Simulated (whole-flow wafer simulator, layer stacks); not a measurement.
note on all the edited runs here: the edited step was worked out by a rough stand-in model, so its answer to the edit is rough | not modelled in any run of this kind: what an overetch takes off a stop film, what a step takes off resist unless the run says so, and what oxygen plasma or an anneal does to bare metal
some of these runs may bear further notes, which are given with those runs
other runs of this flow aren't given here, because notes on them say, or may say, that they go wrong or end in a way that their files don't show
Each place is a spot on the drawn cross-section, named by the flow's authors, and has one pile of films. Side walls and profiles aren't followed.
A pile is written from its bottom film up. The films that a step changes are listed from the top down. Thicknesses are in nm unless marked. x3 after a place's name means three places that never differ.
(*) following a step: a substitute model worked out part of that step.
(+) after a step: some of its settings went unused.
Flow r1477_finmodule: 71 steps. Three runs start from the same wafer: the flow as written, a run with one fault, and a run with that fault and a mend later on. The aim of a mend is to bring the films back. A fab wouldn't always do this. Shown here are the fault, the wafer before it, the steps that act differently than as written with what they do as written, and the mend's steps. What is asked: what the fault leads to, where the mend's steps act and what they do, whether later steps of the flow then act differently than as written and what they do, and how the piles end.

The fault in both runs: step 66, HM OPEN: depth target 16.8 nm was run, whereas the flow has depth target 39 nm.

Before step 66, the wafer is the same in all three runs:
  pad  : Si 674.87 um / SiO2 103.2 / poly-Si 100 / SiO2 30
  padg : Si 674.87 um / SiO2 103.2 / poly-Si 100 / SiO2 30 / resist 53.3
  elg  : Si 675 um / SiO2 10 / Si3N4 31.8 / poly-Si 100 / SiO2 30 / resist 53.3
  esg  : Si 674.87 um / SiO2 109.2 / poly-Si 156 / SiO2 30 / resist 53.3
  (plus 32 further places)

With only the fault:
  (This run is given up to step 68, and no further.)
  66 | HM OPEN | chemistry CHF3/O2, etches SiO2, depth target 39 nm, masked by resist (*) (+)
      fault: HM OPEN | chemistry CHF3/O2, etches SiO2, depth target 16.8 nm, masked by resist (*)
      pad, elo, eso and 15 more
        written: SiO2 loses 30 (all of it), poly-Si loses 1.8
        fault: SiO2 loses 16.8
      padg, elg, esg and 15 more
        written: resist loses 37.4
        fault: resist loses 16.1
  Steps further on in the flow that do not act as written:
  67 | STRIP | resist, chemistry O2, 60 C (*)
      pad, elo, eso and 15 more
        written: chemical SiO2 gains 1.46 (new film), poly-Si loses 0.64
        fault: nothing
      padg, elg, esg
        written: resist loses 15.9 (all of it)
        fault: resist loses 37.2 (all of it)
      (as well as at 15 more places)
  After step 68, at pad, elo, eso and 15 more, the piles differ from the flow's by more than 2% or 0.5 nm, whichever is larger.
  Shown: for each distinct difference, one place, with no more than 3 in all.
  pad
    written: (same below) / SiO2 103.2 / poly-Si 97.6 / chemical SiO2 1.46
    fault: (same below) / SiO2 103.2 / poly-Si 100 / SiO2 13.2
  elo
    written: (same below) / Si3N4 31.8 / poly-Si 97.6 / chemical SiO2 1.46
    fault: (same below) / Si3N4 31.8 / poly-Si 100 / SiO2 13.2
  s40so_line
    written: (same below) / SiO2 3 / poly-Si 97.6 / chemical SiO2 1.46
    fault: (same below) / SiO2 3 / poly-Si 100 / SiO2 13.2

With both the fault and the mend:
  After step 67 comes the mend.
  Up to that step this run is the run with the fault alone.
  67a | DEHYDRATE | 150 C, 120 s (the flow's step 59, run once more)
      does not change any film at any place that is followed
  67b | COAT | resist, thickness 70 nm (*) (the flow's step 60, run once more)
      e40lg, e100lg, e200lg, elo, e40lo, e100lo, e200lo
        resist gains 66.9 (new film)
      s40sg, s45sg, s40so, s45so
        resist gains 91 (new film)
      s40sg_line, s45sg_line, s40so_line, s45so_line
        resist gains 68.5 (new film)
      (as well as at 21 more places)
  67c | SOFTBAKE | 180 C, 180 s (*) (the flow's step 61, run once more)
      does not change any film at any place that is followed
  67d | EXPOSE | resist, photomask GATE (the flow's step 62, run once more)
      does not change any film at any place that is followed
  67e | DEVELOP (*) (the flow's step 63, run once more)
      elo, e40lo, e100lo, e200lo
        resist loses 66.9 (all of it)
      eso, e40so
        resist loses 129.5 (all of it)
      s40so, s45so
        resist loses 91 (all of it)
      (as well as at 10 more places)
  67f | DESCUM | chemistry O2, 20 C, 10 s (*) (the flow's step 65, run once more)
      padg, elg, esg and 15 more
        resist loses 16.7
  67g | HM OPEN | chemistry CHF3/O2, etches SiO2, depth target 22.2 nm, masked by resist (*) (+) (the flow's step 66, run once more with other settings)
      pad, elo, eso and 15 more
        SiO2 loses 13.2 (all of it), poly-Si loses 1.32
      padg, elg, esg and 15 more
        resist loses 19
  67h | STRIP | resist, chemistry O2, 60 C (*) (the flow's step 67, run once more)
      pad, elo, eso and 15 more
        chemical SiO2 gains 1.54 (new film), poly-Si loses 0.68
      e40lg, e100lg, e200lg
        resist loses 31.2 (all of it)
      elg, esg
        resist loses 34.3 (all of it)
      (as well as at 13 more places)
  Later steps of the flow that are run all act as written at every place that is followed, up to a difference of at most 2% or 0.5 nm, whichever is larger.
  At the end the piles are close to the flow's at the places that both follow, differing by at most 2% or 0.5 nm, whichever is larger.
